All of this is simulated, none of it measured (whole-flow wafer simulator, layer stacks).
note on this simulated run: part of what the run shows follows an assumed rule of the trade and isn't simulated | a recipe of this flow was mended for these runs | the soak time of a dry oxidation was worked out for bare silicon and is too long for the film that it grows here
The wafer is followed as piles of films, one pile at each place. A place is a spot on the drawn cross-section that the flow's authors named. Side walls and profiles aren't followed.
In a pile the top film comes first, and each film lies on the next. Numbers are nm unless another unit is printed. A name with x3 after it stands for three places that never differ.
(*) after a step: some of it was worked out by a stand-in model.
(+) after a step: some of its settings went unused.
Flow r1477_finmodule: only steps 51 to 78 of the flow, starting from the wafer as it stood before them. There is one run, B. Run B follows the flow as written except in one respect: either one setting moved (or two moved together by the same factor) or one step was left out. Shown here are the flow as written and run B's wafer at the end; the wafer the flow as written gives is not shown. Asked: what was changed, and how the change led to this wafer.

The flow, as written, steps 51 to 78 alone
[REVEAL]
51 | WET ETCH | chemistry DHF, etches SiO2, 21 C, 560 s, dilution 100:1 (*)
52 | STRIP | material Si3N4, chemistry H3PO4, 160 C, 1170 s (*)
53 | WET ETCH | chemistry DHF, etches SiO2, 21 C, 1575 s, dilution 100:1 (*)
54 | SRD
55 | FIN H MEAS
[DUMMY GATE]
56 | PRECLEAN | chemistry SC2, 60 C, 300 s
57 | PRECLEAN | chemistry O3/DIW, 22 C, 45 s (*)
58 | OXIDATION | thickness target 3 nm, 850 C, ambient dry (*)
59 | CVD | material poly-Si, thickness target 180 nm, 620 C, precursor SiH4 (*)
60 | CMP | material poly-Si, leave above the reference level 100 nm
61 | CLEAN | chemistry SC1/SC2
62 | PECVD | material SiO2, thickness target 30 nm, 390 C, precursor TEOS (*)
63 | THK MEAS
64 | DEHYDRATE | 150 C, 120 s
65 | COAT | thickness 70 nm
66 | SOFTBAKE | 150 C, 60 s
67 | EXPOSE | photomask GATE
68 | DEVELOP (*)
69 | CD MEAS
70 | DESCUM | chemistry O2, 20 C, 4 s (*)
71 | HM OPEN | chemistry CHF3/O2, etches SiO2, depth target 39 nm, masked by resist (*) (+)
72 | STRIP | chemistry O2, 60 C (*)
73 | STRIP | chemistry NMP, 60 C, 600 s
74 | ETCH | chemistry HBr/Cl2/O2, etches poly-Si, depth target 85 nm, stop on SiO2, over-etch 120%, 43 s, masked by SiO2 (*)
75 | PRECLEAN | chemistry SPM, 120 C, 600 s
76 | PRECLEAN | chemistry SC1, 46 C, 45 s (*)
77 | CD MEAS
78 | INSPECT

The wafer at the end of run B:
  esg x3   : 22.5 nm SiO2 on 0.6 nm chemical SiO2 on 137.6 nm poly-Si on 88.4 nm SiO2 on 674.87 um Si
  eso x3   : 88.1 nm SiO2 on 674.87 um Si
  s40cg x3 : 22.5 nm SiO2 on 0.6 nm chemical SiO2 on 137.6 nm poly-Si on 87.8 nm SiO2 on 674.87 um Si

The reason: step 51, WET ETCH: 392 s was run, whereas the flow has 560 s.

Step by step, how the change led to this:
  51 | WET ETCH | chemistry DHF, etches SiO2, 21 C, 560 s, dilution 100:1 (*)
      elg x4, elo x4: SiO2 loses 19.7 (it would be, as written: SiO2 loses 22.3 (all of it), Si3N4 loses 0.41)
      esg x3, e200sg, s40cg x3, s40sg x3, eso x3, e200so, s40co x3, s40so x3: SiO2 loses 19.7 (it would be, as written: SiO2 loses 28.1)
      (and at 2 other places as well)
  52 | STRIP | material Si3N4, chemistry H3PO4, 160 C, 1170 s (*)
      elg x4, elo x4: SiO2 loses 2.6 (all of it), Si3N4 loses 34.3 (all of it), SiO2 loses 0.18 (it would be, as written: Si3N4 loses 33.9 (all of it), SiO2 loses 2.15)
  53 | WET ETCH | chemistry DHF, etches SiO2, 21 C, 1575 s, dilution 100:1 (*)
      elg x4, elo x4: SiO2 loses 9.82 (all of it) (it would be, as written: SiO2 loses 7.85 (all of it))
  59 | CVD | material poly-Si, thickness target 180 nm, 620 C, precursor SiH4 (*)
      esg x3, s40cg x3, s40sg x3, eso x3, s40co x3, s40so x3: poly-Si gains 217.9 (new film) (it would be, as written: poly-Si gains 226.3 (new film))
      e200sg, e200so: poly-Si gains 210.8 (new film) (it would be, as written: poly-Si gains 219.2 (new film))
  60 | CMP | material poly-Si, leave above the reference level 100 nm
      pad, padg: poly-Si loses 33.9 (it would be, as written: poly-Si loses 24.8)
  74 | ETCH | chemistry HBr/Cl2/O2, etches poly-Si, depth target 85 nm, stop on SiO2, over-etch 120%, 43 s, masked by SiO2 (*)
      eso x3, e200so, s40co x3, s40so x3: chemical SiO2 loses 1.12 (all of it), poly-Si loses 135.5 (all of it), SiO2 loses 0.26 (it would be, as written: chemical SiO2 loses 1.12 (all of it), poly-Si loses 143.9 (all of it), SiO2 loses 0.22)
      pad: chemical SiO2 loses 1.12 (all of it), poly-Si loses 143.7 (all of it), SiO2 loses 0.22 (it would be, as written: chemical SiO2 loses 1.12 (all of it), poly-Si loses 152.8 (all of it), SiO2 loses 0.17)
